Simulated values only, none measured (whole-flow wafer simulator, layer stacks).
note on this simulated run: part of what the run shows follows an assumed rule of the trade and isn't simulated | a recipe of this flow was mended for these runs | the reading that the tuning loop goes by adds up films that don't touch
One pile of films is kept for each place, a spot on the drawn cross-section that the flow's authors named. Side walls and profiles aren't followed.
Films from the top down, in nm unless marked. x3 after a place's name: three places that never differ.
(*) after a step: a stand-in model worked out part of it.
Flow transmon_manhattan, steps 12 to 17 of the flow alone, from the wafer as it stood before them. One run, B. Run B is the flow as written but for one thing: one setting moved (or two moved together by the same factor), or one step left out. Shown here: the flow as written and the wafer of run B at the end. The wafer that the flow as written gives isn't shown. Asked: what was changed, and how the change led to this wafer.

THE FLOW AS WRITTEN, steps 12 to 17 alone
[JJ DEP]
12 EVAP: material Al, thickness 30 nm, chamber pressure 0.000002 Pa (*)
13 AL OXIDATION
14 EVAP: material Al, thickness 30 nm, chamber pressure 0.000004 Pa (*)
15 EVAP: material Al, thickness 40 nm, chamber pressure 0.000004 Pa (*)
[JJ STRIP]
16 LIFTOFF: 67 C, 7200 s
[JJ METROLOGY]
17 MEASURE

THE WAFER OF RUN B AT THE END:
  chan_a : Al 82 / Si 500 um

The cause: step 15, EVAP: thickness 52 nm was run, where the flow has thickness 40 nm.

How the change led to this, step by step:
  15 EVAP: material Al, thickness 40 nm, chamber pressure 0.000004 Pa (*)
      field, chan_a: Al +52 (as written it would be: Al +40)
  16 LIFTOFF: 67 C, 7200 s
      field: Al -82 (all of it), Al2O3 -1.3 (all of it), Al -29.2 (all of it), e-beam-resist -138 (all of it), copolymer-underlayer -500 (all of it) (as written it would be: Al -70 (all of it), Al2O3 -1.3 (all of it), Al -29.2 (all of it), e-beam-resist -138 (all of it), copolymer-underlayer -500 (all of it))
